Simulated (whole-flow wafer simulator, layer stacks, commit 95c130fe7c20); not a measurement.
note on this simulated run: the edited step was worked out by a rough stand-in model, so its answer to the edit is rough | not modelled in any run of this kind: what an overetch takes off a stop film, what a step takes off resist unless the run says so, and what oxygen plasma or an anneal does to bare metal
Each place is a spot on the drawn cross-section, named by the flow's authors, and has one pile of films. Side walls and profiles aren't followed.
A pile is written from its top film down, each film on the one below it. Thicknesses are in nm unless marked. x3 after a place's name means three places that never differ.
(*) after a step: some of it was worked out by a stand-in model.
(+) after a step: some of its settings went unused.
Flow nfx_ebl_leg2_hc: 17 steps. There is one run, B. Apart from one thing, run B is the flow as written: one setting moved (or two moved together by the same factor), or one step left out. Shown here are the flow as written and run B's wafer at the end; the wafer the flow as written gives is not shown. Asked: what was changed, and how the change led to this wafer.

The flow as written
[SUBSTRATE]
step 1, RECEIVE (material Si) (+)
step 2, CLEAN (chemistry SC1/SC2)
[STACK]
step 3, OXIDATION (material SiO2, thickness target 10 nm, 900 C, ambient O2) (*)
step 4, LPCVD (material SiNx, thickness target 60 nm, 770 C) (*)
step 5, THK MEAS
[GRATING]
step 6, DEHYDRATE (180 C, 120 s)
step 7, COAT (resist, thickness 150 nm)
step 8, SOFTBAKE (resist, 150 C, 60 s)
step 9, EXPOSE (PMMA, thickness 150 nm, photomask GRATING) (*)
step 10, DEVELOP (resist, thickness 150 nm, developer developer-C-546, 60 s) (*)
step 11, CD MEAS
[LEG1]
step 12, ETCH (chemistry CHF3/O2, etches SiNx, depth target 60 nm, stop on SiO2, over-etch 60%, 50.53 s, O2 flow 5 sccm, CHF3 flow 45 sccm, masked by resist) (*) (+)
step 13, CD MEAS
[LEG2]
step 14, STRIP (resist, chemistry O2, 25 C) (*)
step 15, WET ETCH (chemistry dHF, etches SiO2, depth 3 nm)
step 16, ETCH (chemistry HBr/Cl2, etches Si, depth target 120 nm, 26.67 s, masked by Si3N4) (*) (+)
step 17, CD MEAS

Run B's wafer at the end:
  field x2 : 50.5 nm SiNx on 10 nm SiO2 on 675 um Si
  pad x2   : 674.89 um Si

What caused this: step 16, ETCH: depth target 100.2 nm was run, though the flow has depth target 120 nm; step 16, ETCH: 22.27 s was run, where the flow has 26.67 s.

Step by step, how the change led to this:
  step 16, ETCH (chemistry HBr/Cl2, etches Si, depth target 120 nm, 26.67 s, masked by Si3N4) (*) (+)
      field x2: -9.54 SiNx (in the flow as written it would be: -11.4 SiNx)
      pad x2: -100.2 Si (in the flow as written it would be: -120 Si)
